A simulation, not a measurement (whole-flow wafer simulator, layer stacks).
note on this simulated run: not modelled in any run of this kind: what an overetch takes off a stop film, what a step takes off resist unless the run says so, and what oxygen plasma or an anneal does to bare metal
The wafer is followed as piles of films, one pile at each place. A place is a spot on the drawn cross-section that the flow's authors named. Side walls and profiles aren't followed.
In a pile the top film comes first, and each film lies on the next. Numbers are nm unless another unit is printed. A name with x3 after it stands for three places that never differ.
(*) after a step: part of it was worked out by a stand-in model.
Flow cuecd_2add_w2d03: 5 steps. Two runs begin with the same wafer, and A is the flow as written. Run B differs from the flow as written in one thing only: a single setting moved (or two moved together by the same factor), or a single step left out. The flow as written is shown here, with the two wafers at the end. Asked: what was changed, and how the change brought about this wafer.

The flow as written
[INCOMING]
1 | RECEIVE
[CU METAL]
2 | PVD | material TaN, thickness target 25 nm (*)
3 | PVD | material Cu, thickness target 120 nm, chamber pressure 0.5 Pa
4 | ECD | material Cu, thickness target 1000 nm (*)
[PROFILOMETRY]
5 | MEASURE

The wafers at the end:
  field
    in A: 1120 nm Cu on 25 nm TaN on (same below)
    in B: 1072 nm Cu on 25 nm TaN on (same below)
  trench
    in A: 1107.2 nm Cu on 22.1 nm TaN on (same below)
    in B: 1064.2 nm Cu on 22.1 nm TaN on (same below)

The reason: step 3, PVD: thickness target 72 nm was run, though the flow has thickness target 120 nm.

How this came from the change, step by step:
  3 | PVD | material Cu, thickness target 120 nm, chamber pressure 0.5 Pa
      field: A +120 Cu (new film) | B +72 Cu (new film)
      trench: A +107.2 Cu (new film) | B +64.2 Cu (new film)
